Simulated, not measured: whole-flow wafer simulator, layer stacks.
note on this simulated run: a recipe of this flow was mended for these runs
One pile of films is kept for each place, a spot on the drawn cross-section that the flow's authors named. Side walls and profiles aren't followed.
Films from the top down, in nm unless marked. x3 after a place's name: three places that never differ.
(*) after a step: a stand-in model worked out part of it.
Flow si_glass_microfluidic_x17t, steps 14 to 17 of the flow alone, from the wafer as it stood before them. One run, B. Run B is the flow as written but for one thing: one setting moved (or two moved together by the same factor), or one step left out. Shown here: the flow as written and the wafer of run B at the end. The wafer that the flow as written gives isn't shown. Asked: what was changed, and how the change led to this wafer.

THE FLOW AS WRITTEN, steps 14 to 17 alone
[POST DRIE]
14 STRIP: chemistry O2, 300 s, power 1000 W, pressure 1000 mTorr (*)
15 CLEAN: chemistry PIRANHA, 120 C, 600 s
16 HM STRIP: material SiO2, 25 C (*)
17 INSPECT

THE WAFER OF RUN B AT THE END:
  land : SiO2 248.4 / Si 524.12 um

The cause: step 16, HM STRIP: 14 C was run, where the flow has 25 C.

How the change led to this, step by step:
  16 HM STRIP: material SiO2, 25 C (*)
      land: SiO2 -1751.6 (as written it would be: SiO2 -2000 (all of it))
